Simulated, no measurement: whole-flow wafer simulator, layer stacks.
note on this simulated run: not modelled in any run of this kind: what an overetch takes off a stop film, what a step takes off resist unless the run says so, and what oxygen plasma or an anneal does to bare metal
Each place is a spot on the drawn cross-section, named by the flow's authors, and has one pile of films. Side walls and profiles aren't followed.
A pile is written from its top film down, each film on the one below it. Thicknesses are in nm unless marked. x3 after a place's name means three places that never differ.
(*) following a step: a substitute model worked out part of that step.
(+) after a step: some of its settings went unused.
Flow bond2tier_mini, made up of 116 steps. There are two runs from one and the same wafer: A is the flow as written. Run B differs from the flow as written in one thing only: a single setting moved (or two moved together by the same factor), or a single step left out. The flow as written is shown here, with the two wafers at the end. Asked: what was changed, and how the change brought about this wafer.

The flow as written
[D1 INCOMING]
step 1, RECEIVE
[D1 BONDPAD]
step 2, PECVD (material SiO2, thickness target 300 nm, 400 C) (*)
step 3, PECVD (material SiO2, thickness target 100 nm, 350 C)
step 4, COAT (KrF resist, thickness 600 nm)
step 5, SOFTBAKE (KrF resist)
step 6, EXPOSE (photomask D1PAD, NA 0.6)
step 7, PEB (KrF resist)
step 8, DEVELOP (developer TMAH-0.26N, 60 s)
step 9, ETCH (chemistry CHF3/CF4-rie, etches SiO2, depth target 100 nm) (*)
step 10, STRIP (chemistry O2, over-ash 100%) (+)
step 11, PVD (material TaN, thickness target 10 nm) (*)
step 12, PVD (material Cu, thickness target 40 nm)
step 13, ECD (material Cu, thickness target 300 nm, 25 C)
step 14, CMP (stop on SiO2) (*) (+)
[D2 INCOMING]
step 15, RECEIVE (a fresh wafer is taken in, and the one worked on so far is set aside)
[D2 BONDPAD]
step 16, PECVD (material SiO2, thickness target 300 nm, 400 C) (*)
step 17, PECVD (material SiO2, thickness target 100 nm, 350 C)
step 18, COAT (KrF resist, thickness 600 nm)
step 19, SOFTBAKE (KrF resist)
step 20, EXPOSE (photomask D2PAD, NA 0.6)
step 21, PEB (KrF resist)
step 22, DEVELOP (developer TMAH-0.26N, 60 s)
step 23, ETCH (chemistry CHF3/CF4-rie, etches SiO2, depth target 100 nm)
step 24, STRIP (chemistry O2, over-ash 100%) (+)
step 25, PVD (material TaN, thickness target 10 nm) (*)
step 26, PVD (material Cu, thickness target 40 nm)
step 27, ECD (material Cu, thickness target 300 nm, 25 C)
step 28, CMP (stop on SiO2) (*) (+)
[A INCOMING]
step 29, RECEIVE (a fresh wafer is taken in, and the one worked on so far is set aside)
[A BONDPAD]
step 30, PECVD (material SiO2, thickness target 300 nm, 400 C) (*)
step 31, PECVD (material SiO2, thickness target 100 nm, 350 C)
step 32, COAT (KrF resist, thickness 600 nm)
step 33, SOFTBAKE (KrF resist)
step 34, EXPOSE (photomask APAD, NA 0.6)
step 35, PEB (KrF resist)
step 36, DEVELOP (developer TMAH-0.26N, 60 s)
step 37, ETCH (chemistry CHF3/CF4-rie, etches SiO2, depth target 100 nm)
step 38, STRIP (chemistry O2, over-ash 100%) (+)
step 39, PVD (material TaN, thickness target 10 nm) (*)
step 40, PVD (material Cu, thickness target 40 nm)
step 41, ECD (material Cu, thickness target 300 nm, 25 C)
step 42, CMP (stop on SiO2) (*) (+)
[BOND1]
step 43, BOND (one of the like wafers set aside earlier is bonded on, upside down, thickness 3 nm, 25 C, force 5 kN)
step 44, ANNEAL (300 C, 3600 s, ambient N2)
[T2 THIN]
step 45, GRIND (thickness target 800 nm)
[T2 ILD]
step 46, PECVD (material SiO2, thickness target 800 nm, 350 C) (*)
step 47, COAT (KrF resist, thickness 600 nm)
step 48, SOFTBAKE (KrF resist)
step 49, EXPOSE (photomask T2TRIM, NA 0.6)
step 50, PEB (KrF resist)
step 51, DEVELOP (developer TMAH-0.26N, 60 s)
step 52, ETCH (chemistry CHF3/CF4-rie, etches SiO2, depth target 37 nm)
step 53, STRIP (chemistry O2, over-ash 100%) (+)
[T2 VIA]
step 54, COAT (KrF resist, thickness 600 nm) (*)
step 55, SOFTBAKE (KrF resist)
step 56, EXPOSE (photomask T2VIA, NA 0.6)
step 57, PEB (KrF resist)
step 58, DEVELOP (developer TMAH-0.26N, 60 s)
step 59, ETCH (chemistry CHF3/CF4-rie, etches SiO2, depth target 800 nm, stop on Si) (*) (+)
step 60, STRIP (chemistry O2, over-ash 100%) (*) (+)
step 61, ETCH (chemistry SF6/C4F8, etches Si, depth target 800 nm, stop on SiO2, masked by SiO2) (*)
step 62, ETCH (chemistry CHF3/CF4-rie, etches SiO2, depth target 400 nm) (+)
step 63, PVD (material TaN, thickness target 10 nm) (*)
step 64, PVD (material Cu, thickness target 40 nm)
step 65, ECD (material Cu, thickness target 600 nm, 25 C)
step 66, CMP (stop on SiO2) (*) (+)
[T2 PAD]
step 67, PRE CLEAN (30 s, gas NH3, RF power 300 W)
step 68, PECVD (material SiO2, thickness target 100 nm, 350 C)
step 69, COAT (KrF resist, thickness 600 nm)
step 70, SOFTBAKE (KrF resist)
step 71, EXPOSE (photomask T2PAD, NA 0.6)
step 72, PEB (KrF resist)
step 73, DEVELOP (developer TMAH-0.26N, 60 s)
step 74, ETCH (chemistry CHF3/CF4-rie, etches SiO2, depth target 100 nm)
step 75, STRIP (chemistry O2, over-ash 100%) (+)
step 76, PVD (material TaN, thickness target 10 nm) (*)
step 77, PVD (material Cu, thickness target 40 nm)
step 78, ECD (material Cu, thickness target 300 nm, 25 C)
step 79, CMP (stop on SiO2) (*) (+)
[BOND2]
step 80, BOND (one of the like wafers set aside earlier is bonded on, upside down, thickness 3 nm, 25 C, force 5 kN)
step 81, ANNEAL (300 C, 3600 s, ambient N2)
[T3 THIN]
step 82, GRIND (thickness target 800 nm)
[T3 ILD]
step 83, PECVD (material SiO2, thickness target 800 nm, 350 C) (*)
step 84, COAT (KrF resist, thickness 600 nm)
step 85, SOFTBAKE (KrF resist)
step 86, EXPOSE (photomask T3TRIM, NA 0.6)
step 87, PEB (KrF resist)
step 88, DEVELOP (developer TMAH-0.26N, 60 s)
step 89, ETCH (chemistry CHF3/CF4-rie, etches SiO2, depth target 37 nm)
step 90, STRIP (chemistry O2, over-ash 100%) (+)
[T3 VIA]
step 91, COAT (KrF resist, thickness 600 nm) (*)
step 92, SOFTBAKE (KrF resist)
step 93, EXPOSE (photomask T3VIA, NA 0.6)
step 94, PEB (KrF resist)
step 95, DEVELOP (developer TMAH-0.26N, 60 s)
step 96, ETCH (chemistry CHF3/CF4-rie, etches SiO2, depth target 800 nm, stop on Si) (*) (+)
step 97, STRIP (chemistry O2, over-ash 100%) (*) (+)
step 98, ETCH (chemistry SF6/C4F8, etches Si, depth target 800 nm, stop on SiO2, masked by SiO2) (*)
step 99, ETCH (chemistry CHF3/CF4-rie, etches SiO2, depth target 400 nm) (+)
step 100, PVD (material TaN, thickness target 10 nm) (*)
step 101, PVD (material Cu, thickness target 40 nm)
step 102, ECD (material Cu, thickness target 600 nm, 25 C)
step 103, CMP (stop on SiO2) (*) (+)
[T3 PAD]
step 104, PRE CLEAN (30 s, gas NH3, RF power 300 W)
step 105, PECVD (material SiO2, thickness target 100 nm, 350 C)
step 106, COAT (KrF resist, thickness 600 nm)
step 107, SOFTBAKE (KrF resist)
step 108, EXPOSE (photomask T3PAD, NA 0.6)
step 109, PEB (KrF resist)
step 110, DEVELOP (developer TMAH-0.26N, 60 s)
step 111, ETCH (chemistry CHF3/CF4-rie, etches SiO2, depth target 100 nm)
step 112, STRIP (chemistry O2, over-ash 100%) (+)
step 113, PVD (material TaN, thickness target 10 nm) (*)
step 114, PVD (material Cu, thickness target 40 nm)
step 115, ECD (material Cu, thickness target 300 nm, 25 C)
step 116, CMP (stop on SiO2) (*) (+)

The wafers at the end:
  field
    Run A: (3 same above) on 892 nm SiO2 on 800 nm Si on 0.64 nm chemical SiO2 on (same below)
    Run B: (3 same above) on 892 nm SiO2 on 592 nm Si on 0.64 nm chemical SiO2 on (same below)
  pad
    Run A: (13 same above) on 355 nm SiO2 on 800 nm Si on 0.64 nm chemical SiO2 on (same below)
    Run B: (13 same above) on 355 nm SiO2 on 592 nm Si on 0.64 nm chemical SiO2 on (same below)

Cause: step 45, GRIND: thickness target 592 nm was run, though the flow has thickness target 800 nm.
The wafer itself shows it: field has Si 592, and step 45 as written asks for 800 nm.

The path from the change to this, step by step:
  step 45, GRIND (thickness target 800 nm)
      field, pad, via: A Si loses 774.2 um | B Si loses 774.41 um
